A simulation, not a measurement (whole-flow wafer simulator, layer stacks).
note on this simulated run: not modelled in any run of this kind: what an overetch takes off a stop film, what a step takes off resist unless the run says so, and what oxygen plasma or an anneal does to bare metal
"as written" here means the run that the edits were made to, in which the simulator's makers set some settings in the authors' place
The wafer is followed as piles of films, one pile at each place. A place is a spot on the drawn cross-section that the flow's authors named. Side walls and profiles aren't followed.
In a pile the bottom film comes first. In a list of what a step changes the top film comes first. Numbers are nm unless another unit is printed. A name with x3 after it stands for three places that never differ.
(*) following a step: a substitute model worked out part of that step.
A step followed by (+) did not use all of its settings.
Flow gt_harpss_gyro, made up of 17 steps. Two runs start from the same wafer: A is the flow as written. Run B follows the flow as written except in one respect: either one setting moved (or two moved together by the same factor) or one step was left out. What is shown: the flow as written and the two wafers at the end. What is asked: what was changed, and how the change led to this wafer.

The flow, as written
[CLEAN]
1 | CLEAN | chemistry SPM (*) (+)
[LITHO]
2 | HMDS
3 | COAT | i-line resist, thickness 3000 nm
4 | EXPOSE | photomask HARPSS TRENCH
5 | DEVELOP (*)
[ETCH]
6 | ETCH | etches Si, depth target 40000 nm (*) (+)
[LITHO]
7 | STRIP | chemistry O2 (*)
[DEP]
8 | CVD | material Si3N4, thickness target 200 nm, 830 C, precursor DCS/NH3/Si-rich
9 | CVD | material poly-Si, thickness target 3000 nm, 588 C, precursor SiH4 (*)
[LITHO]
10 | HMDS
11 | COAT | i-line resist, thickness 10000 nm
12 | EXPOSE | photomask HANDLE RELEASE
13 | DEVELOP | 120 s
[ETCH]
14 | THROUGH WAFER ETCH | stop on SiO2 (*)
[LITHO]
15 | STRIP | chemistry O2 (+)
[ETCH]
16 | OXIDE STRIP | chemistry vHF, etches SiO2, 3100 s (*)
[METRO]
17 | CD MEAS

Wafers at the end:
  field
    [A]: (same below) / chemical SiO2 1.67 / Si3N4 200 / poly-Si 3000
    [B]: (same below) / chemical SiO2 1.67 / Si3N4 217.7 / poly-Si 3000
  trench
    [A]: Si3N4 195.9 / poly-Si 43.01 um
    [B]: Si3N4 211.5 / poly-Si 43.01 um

Cause: step 8, CVD: 845 C was run, while the flow as written has 830 C.

How this came from the change, step by step:
  8 | CVD | material Si3N4, thickness target 200 nm, 830 C, precursor DCS/NH3/Si-rich
      field: A +200 Si3N4 (new film) | B +217.7 Si3N4 (new film)
      trench: A +195.9 Si3N4 (new film) | B +211.5 Si3N4 (new film)
